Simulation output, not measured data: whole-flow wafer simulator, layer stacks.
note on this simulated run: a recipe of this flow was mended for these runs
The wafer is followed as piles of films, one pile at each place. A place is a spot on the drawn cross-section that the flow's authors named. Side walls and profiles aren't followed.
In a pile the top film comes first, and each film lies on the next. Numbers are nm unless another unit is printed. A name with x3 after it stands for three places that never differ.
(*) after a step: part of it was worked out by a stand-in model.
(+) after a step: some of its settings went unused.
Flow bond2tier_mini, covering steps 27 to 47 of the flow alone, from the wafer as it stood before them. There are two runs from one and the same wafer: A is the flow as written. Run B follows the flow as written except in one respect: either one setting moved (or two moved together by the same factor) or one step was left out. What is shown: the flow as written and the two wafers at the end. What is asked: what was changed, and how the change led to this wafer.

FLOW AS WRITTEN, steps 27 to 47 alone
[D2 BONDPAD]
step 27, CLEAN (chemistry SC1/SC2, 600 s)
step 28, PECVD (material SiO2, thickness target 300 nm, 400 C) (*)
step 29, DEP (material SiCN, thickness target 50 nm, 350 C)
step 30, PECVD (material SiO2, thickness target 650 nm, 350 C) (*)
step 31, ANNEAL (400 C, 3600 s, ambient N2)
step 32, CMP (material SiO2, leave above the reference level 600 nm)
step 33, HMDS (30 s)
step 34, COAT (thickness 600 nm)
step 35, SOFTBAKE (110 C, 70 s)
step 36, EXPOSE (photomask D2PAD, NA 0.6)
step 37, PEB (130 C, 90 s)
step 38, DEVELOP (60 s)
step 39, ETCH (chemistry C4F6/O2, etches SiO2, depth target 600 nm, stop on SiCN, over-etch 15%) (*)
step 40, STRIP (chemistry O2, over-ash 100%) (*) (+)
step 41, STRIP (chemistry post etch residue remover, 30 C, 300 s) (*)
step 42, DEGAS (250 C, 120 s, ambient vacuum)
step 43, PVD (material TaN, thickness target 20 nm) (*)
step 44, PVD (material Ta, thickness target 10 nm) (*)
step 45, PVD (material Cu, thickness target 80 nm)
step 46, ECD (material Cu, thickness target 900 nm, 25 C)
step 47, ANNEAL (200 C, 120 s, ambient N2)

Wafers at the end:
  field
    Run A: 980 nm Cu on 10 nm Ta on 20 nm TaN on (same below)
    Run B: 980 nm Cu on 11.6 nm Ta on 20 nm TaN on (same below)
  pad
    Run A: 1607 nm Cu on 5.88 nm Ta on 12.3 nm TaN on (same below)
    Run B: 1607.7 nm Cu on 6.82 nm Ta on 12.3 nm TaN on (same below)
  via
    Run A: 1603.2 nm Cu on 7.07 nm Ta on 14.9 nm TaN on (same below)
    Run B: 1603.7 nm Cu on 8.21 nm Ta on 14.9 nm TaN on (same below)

What caused this: step 44, PVD: thickness target 11.6 nm was run, while the flow as written has thickness target 10 nm.
One can read it off the wafer: field has Ta 11.6, and step 44 as written asks for 10 nm.

How this came from the change, step by step:
  step 44, PVD (material Ta, thickness target 10 nm) (*)
      field: A +10 Ta (new film) | B +11.6 Ta (new film)
      pad: A +5.88 Ta (new film) | B +6.82 Ta (new film)
      (and at 1 other place as well)
